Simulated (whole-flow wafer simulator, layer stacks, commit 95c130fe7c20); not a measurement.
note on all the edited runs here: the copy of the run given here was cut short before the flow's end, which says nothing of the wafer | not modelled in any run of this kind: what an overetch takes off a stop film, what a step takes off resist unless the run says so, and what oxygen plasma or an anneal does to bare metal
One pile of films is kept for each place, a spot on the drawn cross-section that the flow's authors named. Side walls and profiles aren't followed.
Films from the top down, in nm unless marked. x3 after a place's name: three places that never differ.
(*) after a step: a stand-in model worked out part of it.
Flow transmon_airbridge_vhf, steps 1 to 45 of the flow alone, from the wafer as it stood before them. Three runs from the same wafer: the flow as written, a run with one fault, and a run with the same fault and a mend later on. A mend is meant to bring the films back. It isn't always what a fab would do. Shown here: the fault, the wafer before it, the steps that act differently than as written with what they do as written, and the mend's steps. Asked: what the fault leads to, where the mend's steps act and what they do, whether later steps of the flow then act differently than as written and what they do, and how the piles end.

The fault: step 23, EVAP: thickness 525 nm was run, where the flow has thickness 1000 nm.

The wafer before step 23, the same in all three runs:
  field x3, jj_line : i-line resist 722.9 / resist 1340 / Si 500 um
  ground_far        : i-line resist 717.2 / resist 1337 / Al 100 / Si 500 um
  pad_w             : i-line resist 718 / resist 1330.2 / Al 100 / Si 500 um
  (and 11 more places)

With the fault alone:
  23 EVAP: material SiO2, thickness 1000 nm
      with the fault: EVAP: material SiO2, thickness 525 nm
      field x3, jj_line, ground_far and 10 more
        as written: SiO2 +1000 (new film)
        with the fault: SiO2 +525 (new film)
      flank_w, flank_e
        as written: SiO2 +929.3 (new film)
        with the fault: SiO2 +487.9 (new film)
  Later steps of the flow that act differently than as written (2 more steps differ only slightly, by at most 2% or 0.5 nm, whichever is larger, and aren't shown):
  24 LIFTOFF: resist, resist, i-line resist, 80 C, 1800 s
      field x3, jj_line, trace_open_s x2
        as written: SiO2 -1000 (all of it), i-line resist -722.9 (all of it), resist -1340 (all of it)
        with the fault: SiO2 -525 (all of it), i-line resist -722.9 (all of it), resist -1340 (all of it)
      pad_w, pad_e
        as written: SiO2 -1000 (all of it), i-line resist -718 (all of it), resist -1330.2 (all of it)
        with the fault: SiO2 -525 (all of it), i-line resist -718 (all of it), resist -1330.2 (all of it)
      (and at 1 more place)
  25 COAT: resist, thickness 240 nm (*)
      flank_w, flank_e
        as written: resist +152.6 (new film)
        with the fault: resist +169.8 (new film)
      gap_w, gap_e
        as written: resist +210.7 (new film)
        with the fault: resist +230.7 (new film)
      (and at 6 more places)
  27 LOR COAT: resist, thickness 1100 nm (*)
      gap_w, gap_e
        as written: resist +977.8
        with the fault: resist +1045.2
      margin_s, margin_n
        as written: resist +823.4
        with the fault: resist +944.6
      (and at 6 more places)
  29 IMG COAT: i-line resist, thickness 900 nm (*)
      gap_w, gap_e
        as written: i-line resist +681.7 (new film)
        with the fault: i-line resist +798.2 (new film)
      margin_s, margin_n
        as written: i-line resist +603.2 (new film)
        with the fault: i-line resist +752.1 (new film)
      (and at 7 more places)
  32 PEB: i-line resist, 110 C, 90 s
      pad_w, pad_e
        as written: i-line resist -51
        with the fault: i-line resist -48.6
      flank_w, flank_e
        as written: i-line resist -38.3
        with the fault: i-line resist -42.9
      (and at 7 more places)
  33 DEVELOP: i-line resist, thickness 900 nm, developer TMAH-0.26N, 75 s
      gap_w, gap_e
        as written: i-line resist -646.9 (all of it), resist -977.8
        with the fault: i-line resist -757.3 (all of it), resist -1045.2
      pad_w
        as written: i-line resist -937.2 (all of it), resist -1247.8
        with the fault: i-line resist -895.8 (all of it), resist -1173
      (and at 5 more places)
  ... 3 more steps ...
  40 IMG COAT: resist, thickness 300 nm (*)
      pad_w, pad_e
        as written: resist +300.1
        with the fault: resist +287.6
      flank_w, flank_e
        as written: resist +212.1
        with the fault: resist +224.5
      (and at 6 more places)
  At the end the piles differ from the flow's by more than 2% or 0.5 nm, whichever is larger, at pad_w, flank_w, gap_w and 7 more.
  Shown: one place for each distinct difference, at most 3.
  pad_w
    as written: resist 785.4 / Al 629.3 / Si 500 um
    with the fault: resist 746.2 / Al 629.8 / Si 500 um
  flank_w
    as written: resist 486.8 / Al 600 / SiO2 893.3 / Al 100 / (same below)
    with the fault: resist 555.8 / Al 600 / SiO2 451.9 / Al 100 / (same below)
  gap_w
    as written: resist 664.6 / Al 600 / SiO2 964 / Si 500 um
    with the fault: resist 705.9 / Al 600 / SiO2 489 / Si 500 um

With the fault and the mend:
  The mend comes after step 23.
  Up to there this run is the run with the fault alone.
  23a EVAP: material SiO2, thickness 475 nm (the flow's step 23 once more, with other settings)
      field x3, jj_line, ground_far and 10 more
        SiO2 +475
      flank_w, flank_e
        SiO2 +442
  No later step of the flow acts differently than as written, at any place that is followed, by more than 2% or 0.5 nm, whichever is larger.
  At the end the piles differ from the flow's only slightly at the places that both follow, by at most 2% or 0.5 nm, whichever is larger.
